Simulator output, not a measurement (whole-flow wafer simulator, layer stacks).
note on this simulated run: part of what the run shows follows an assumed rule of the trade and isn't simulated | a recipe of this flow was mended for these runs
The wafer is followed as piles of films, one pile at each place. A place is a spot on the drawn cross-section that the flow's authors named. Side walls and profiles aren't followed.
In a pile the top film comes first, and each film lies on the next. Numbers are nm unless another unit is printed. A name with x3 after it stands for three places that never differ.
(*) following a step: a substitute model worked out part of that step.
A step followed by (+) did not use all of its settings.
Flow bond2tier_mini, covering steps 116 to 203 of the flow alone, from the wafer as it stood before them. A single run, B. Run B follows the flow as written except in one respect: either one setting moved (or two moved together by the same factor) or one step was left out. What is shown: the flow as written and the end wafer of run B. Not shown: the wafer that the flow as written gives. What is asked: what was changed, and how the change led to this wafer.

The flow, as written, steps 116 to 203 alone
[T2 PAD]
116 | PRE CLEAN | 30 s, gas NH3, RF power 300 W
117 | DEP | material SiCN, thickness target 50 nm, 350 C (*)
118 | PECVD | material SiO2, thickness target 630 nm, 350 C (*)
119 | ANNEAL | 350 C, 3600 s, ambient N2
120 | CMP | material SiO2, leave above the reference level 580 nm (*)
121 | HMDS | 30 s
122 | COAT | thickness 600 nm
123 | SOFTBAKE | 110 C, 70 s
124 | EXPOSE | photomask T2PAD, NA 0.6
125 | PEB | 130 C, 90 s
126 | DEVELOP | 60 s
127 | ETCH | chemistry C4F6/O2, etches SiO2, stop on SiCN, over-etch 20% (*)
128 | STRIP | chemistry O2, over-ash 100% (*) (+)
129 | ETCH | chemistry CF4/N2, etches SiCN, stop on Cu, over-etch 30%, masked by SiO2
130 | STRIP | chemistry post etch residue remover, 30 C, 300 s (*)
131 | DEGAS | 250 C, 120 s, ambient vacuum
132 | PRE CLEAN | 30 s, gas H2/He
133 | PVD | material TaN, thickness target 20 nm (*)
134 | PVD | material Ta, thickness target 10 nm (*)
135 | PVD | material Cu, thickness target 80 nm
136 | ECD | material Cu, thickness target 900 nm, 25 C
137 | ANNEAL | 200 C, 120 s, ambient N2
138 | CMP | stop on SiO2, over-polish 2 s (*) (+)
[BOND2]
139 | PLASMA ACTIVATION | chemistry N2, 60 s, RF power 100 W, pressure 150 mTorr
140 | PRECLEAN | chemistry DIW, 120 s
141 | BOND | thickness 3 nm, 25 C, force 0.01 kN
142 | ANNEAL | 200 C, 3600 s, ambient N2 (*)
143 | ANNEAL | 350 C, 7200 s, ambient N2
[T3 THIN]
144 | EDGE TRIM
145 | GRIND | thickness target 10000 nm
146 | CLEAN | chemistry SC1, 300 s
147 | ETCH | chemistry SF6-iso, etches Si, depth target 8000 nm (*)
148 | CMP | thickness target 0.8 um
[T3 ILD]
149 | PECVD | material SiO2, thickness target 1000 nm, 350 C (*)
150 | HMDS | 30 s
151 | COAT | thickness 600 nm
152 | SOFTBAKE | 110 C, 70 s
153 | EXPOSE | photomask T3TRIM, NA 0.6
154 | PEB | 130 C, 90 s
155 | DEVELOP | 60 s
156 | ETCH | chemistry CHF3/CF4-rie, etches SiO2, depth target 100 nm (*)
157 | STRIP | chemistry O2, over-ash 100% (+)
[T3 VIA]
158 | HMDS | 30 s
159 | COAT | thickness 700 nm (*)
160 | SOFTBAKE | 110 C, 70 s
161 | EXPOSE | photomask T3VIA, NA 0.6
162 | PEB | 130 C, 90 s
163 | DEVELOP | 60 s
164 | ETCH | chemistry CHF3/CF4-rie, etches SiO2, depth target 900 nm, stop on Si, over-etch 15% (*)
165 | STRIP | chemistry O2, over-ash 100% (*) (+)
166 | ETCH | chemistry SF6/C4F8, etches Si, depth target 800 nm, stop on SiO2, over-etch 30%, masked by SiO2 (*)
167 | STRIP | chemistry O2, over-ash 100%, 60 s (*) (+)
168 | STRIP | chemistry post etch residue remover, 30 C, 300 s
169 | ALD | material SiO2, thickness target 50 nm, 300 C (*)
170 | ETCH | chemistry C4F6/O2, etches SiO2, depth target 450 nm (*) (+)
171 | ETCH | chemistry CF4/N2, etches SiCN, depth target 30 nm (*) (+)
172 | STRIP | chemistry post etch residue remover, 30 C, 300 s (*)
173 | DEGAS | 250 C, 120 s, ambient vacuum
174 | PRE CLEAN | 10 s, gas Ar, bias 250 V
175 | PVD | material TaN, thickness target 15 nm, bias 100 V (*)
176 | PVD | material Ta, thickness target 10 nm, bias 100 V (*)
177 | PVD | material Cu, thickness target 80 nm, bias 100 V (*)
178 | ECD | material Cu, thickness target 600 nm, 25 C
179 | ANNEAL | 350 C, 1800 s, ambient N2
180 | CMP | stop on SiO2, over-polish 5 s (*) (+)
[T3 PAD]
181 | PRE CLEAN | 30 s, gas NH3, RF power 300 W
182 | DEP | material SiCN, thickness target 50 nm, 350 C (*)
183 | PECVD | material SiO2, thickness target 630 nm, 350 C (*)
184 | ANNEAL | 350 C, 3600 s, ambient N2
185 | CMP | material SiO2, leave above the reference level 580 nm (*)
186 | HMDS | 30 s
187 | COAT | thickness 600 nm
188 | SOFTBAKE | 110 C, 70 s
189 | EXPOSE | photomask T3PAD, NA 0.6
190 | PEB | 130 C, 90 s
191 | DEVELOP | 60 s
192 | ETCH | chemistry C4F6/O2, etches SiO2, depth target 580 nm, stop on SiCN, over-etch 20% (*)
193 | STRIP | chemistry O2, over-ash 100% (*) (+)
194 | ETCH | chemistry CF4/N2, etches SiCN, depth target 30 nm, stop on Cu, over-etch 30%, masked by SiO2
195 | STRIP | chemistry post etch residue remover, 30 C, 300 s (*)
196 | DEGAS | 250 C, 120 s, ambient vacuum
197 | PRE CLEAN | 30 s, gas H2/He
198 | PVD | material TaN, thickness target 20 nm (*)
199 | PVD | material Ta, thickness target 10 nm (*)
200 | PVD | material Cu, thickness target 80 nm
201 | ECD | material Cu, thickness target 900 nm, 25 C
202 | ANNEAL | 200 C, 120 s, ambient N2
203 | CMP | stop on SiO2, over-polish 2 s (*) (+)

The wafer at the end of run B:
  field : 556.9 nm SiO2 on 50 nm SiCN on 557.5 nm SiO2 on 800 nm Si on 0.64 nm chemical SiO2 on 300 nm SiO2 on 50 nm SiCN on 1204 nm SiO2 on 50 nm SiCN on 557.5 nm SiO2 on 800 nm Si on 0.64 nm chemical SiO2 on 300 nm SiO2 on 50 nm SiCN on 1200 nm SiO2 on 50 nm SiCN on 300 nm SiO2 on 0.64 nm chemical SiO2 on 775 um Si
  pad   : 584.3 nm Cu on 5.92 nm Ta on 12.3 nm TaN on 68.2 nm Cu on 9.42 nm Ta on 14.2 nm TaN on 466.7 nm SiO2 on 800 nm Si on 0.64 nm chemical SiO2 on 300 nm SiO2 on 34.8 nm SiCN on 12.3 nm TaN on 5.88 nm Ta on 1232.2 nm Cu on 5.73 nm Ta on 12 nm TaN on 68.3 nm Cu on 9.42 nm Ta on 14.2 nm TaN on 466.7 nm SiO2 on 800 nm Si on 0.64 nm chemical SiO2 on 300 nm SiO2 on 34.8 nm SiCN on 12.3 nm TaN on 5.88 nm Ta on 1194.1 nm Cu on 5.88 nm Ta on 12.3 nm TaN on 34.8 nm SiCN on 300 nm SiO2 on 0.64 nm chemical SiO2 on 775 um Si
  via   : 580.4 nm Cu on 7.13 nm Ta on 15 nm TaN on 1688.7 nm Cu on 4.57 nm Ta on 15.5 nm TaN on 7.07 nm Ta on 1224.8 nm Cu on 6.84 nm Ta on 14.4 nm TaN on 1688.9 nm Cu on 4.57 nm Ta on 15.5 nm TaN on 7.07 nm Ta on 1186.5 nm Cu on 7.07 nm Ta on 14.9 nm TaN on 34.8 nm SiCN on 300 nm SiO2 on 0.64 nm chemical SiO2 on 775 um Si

What caused this: step 120, CMP: material SiO2, leave above the reference level 580 nm (*), was skipped.

The path from the change to this, step by step:
  127 | ETCH | chemistry C4F6/O2, etches SiO2, stop on SiCN, over-etch 20% (*)
      pad, via: SiO2 loses 630 (all of it), SiCN loses 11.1 (as written it would have been: SiO2 loses 580 (all of it), SiCN loses 19.6)
  129 | ETCH | chemistry CF4/N2, etches SiCN, stop on Cu, over-etch 30%, masked by SiO2
      pad, via: SiCN loses 38.9 (all of it) (as written it would have been: SiCN loses 30.4 (all of it), Cu loses 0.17)
  133 | PVD | material TaN, thickness target 20 nm (*)
      via: TaN gains 14.4 (new film) (as written it would have been: TaN gains 15 (new film))
  135 | PVD | material Cu, thickness target 80 nm
      pad: Cu gains 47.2 (new film) (as written it would have been: Cu gains 48.7 (new film))
      via: Cu gains 57.2 (new film) (as written it would have been: Cu gains 59.4 (new film))
  136 | ECD | material Cu, thickness target 900 nm, 25 C
      pad: Cu gains 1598 (as written it would have been: Cu gains 1549)
      via: Cu gains 1584.4 (as written it would have been: Cu gains 1534.4)
